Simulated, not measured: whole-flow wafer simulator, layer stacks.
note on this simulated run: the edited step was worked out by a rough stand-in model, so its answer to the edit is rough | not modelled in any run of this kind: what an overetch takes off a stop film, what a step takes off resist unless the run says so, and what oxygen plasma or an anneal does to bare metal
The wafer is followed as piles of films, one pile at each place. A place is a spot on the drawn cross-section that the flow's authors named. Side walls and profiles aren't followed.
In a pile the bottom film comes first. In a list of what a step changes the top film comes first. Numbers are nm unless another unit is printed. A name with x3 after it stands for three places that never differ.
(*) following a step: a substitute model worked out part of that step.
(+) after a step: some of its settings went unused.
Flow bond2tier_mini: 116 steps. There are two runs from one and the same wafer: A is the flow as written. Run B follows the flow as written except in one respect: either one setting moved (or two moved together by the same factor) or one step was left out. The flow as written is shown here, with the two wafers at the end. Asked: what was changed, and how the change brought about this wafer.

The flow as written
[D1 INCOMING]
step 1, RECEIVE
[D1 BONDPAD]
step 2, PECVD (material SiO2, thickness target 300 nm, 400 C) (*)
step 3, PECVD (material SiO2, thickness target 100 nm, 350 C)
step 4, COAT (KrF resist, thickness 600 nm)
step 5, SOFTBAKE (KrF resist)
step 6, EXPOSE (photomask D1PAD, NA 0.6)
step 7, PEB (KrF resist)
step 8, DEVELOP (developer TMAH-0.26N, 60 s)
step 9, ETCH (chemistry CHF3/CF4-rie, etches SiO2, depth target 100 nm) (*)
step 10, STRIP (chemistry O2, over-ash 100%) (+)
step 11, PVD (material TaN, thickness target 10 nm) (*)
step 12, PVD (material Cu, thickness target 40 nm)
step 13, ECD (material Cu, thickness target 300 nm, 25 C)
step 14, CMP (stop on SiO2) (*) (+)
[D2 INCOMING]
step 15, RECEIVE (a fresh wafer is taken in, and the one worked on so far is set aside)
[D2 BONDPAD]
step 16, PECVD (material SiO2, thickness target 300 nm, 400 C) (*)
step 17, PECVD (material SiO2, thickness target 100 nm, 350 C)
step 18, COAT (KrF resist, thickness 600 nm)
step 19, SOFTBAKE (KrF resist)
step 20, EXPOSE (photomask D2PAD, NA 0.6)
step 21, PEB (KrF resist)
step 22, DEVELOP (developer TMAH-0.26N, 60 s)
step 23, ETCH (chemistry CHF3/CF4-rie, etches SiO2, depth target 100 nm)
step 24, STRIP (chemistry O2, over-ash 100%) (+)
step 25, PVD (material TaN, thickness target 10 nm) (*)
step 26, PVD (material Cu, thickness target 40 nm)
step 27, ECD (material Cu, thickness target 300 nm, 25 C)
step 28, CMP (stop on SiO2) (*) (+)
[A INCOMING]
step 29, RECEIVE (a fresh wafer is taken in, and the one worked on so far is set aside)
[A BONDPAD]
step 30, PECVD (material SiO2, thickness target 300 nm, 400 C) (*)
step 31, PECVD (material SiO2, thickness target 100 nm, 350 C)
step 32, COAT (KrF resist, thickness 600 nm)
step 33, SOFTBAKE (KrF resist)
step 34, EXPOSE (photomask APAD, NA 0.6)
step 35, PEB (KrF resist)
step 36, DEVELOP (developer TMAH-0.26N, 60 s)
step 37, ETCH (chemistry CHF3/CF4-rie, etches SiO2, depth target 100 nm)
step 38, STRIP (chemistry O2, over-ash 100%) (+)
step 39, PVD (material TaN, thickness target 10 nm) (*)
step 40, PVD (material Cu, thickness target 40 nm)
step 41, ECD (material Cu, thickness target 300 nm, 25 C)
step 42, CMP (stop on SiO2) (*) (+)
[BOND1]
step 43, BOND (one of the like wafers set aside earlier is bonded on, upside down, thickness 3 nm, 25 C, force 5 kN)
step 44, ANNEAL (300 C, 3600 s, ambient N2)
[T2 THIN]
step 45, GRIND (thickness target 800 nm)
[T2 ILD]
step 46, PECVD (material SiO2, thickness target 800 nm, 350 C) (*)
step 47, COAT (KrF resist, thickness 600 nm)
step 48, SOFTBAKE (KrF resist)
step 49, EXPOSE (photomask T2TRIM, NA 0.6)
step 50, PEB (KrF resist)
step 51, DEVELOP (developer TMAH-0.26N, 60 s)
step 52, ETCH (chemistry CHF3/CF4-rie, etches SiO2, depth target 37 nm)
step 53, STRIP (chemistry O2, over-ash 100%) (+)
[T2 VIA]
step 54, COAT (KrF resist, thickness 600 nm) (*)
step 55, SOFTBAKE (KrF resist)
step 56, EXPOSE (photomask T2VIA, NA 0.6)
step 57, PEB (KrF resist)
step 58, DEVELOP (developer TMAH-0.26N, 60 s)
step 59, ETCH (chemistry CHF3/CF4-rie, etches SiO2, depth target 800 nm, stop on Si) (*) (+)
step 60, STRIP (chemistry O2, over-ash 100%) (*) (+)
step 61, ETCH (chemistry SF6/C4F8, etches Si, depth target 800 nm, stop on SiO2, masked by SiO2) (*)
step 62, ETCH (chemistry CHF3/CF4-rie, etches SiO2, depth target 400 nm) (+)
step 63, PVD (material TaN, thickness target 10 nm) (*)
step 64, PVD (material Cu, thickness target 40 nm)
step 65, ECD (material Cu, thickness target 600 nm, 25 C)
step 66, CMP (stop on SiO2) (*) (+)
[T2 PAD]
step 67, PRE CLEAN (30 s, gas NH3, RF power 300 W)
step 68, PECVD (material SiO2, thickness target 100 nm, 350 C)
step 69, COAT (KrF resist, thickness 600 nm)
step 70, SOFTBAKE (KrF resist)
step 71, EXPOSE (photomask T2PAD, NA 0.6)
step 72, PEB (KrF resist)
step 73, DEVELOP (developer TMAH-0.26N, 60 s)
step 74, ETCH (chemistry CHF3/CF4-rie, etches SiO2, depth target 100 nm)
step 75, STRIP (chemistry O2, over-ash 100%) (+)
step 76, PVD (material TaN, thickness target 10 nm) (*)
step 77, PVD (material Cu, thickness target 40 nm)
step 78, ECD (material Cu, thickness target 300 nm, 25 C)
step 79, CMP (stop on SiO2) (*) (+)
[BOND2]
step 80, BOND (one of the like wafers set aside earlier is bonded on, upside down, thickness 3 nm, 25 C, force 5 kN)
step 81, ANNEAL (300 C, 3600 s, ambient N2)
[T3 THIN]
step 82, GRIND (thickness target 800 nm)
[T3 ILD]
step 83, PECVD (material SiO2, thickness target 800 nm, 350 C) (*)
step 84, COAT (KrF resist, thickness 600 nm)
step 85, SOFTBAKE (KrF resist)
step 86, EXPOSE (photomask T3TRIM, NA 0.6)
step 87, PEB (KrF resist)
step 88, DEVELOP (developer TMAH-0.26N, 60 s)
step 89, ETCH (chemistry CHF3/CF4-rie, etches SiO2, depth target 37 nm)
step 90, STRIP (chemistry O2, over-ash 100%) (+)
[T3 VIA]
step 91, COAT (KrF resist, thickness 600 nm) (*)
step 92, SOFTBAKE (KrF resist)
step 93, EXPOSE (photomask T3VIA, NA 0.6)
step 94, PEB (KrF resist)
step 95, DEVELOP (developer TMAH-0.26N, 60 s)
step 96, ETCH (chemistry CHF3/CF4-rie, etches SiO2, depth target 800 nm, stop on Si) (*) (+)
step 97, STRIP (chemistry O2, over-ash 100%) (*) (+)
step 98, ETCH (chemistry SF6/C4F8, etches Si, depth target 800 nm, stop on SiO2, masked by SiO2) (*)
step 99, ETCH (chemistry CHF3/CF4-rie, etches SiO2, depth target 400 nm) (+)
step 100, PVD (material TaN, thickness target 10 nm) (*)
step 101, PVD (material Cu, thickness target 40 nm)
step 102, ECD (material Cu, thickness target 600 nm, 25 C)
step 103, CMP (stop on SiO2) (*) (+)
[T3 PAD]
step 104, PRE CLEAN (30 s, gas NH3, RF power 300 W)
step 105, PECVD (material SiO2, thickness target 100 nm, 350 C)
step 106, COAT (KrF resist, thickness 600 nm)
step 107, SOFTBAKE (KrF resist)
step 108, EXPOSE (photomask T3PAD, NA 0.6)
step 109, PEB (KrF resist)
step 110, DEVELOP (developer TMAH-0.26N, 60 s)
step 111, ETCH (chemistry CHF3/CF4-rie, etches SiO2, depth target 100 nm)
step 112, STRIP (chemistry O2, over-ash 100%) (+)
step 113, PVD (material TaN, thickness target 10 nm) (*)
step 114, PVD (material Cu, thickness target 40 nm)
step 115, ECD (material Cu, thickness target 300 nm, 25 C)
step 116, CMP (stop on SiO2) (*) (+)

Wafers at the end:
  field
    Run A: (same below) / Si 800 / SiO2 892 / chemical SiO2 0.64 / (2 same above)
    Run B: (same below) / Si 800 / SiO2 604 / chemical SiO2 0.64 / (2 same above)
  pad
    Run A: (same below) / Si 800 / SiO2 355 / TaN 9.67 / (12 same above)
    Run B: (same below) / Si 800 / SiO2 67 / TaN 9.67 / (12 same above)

The reason: step 46, PECVD: thickness target 512 nm was run, whereas the flow has thickness target 800 nm.

The path from the change to this, step by step:
  step 46, PECVD (material SiO2, thickness target 800 nm, 350 C) (*)
      field, pad, via: A +800 SiO2 (new film) | B +512 SiO2 (new film)
  step 59, ETCH (chemistry CHF3/CF4-rie, etches SiO2, depth target 800 nm, stop on Si) (*) (+)
      field, pad: A -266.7 KrF resist | B -237.5 KrF resist
      via: A -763 SiO2 (all of it) | B -475 SiO2 (all of it)
  step 60, STRIP (chemistry O2, over-ash 100%) (*) (+)
      field: A -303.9 KrF resist (all of it) | B -333.1 KrF resist (all of it)
      pad: A -336 KrF resist (all of it) | B -365.1 KrF resist (all of it)
